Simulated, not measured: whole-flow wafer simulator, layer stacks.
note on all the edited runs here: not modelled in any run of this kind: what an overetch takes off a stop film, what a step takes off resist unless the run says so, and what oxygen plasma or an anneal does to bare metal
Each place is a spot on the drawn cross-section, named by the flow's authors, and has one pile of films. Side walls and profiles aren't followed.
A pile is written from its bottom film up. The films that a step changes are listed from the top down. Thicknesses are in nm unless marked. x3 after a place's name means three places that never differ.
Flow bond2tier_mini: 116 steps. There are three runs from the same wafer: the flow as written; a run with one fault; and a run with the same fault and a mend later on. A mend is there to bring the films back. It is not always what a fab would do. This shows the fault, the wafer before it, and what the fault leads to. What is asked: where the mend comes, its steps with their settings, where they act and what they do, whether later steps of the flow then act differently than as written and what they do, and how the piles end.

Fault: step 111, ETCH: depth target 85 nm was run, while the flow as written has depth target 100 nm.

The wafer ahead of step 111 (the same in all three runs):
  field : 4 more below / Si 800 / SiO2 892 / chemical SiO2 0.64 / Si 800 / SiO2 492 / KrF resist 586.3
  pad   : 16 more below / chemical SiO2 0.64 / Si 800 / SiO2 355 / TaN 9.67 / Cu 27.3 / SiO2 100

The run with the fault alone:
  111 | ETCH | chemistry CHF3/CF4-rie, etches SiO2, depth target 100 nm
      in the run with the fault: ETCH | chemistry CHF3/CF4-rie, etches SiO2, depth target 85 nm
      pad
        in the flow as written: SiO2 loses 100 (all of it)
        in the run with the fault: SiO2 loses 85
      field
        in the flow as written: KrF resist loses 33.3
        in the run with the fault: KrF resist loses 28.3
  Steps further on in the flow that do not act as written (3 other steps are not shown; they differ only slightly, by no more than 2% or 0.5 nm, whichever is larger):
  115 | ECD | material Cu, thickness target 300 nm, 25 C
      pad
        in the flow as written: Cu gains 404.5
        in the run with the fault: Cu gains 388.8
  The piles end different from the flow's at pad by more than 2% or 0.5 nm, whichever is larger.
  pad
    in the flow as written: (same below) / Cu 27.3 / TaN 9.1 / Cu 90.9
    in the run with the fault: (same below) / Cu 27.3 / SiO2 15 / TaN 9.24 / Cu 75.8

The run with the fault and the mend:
  The mend follows step 111.
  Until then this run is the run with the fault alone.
  111a | ETCH | chemistry CHF3/CF4-rie, etches SiO2, depth target 15 nm (the flow's step 111, run once more with other settings)
      field
        KrF resist loses 5
      pad
        SiO2 loses 15 (all of it)
  Later steps of the flow that are run all act as written at every place that is followed.
  The piles end the same as the flow's at every place that both follow.
